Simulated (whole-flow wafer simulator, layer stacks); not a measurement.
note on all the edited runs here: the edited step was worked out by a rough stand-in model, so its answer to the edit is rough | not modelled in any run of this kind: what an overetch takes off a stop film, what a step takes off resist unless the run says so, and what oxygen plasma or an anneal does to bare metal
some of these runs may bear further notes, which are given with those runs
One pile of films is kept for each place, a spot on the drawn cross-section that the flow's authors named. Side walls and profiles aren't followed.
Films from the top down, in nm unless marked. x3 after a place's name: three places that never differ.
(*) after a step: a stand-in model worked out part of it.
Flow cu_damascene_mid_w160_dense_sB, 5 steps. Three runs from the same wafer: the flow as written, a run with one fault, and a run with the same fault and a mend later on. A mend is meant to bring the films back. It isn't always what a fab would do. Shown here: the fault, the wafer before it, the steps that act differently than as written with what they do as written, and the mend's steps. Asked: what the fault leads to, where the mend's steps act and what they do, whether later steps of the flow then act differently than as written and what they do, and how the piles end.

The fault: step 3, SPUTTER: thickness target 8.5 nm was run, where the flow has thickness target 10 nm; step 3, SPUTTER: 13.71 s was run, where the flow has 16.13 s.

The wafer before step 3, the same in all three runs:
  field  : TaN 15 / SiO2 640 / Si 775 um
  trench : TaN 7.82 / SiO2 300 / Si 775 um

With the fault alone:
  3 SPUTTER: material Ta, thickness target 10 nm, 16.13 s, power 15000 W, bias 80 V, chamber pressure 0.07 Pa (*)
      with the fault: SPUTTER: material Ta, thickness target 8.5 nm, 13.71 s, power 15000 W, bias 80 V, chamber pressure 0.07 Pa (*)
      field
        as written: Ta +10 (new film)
        with the fault: Ta +8.5 (new film)
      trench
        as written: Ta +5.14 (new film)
        with the fault: Ta +4.36 (new film)
  No later step of the flow acts differently than as written, at any place that is followed, by more than 2% or 0.5 nm, whichever is larger.
  At the end the piles differ from the flow's by more than 2% or 0.5 nm, whichever is larger, at field, trench.
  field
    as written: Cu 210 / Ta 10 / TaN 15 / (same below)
    with the fault: Cu 210 / Ta 8.5 / TaN 15 / (same below)
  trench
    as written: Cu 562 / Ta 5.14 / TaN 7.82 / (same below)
    with the fault: Cu 561.3 / Ta 4.36 / TaN 7.82 / (same below)

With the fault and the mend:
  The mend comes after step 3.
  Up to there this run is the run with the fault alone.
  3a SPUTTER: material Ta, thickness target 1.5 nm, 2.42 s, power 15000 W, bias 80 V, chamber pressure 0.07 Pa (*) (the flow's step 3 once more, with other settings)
      field
        Ta +1.5
      trench
        Ta +0.75
  No later step of the flow acts differently than as written at any place that is followed.
  At the end the piles differ from the flow's only slightly at the places that both follow, by at most 2% or 0.5 nm, whichever is larger.
